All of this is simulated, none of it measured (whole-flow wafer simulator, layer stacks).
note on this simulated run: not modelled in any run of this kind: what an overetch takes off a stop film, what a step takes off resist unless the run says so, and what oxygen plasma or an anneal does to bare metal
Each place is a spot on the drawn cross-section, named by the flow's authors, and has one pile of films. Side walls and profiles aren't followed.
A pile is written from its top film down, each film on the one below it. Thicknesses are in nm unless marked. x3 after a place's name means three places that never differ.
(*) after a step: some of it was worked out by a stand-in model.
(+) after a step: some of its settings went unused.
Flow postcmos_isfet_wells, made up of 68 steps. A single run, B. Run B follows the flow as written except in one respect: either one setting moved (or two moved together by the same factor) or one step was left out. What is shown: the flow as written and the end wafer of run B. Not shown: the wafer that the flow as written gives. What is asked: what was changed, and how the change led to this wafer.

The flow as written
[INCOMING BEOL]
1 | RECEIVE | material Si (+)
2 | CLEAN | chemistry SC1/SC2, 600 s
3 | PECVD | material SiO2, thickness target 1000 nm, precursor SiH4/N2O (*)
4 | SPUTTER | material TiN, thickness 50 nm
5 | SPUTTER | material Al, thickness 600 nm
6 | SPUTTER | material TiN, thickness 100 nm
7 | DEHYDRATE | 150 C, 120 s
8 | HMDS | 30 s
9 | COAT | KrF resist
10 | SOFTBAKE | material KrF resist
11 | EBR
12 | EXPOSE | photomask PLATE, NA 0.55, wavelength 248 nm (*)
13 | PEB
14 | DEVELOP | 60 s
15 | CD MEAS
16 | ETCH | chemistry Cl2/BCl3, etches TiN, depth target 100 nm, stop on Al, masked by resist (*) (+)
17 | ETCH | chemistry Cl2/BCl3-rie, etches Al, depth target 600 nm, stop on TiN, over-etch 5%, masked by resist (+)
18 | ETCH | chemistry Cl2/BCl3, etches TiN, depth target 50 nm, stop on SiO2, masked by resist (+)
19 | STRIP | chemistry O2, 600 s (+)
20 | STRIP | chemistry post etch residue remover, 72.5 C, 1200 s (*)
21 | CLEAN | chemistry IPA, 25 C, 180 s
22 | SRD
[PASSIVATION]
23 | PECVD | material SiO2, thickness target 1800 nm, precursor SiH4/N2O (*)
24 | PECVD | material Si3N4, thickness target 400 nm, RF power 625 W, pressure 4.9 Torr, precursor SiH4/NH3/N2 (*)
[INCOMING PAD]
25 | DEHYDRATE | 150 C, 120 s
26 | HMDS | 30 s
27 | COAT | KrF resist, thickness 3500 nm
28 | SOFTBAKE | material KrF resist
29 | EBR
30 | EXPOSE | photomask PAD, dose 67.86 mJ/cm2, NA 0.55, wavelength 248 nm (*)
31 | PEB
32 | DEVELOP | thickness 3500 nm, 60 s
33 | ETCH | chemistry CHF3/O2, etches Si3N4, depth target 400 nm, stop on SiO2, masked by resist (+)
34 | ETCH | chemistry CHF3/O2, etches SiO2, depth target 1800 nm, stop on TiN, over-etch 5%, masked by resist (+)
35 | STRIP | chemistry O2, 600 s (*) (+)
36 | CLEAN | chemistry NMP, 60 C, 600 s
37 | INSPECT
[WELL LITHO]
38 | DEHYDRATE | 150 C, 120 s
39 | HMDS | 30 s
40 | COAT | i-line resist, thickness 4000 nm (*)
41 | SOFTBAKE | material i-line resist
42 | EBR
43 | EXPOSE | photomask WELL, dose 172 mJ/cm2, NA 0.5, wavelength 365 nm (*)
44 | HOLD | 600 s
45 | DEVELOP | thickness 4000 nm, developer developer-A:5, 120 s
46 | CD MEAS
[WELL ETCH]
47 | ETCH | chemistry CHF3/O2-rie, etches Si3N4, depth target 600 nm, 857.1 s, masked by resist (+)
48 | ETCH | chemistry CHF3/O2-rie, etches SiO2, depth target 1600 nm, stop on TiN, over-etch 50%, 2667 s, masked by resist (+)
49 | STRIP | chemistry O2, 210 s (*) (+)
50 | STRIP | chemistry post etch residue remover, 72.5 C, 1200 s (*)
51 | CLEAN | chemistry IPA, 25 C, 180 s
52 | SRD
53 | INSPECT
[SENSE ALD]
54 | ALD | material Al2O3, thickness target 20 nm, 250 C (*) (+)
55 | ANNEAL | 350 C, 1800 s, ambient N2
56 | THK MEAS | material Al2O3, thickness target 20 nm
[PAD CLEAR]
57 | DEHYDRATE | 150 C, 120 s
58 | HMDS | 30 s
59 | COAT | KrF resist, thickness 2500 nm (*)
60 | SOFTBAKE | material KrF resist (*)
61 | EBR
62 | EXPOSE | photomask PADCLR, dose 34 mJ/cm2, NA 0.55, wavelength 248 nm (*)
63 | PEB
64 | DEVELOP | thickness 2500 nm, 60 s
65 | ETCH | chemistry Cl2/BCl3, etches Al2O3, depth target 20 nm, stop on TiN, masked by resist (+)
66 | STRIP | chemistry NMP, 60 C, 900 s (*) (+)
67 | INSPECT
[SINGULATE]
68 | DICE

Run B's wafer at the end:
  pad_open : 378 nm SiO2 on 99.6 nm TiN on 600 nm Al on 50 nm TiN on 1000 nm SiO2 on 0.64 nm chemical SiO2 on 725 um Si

Cause: step 34, ETCH: depth target 1422 nm was run, though the flow has depth target 1800 nm.

The path from the change to this, step by step:
  34 | ETCH | chemistry CHF3/O2, etches SiO2, depth target 1800 nm, stop on TiN, over-etch 5%, masked by resist (+)
      pad_open: SiO2 loses 1422 (in the flow as written it would be: SiO2 loses 1800 (all of it))
      field, margin, well900, well1300 x3, pad_rim, pad_clr: KrF resist loses 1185 (in the flow as written it would be: KrF resist loses 1500)
  35 | STRIP | chemistry O2, 600 s (*) (+)
      field, margin, well900, well1300 x3, pad_rim, pad_clr: KrF resist loses 1953.4 (all of it) (in the flow as written it would be: KrF resist loses 1638.4 (all of it))
  40 | COAT | i-line resist, thickness 4000 nm (*)
      pad_clr: i-line resist gains 3376 (new film) (in the flow as written it would be: i-line resist gains 3256.8 (new film))
      pad_open: i-line resist gains 4668.5 (new film) (in the flow as written it would be: i-line resist gains 4804.7 (new film))
  41 | SOFTBAKE | material i-line resist
      pad_clr: i-line resist loses 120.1 (in the flow as written it would be: i-line resist loses 156.7)
      pad_open: i-line resist gains 98.2 (in the flow as written it would be: i-line resist gains 115.3)
  49 | STRIP | chemistry O2, 210 s (*) (+)
      pad_clr: i-line resist loses 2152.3 (all of it) (in the flow as written it would be: i-line resist loses 1996.5 (all of it))
      pad_open: i-line resist loses 3663.1 (all of it) (in the flow as written it would be: i-line resist loses 3816.3 (all of it))
  59 | COAT | KrF resist, thickness 2500 nm (*)
      pad_rim: KrF resist gains 2062.6 (new film) (in the flow as written it would be: KrF resist gains 1976.4 (new film))
      pad_clr: KrF resist gains 1819.4 (new film) (in the flow as written it would be: KrF resist gains 1691.6 (new film))
      (as well as at 1 more place)
  60 | SOFTBAKE | material KrF resist (*)
      pad_clr: KrF resist loses 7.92 (in the flow as written it would be: KrF resist loses 9.57)
  64 | DEVELOP | thickness 2500 nm, 60 s
      pad_clr: KrF resist loses 1811.4 (all of it) (in the flow as written it would be: KrF resist loses 1682 (all of it))
      pad_open: KrF resist loses 2971.9 (all of it) (in the flow as written it would be: KrF resist loses 3067.2 (all of it))
  66 | STRIP | chemistry NMP, 60 C, 900 s (*) (+)
      pad_rim: KrF resist loses 2023.5 (all of it) (in the flow as written it would be: KrF resist loses 1937.7 (all of it))
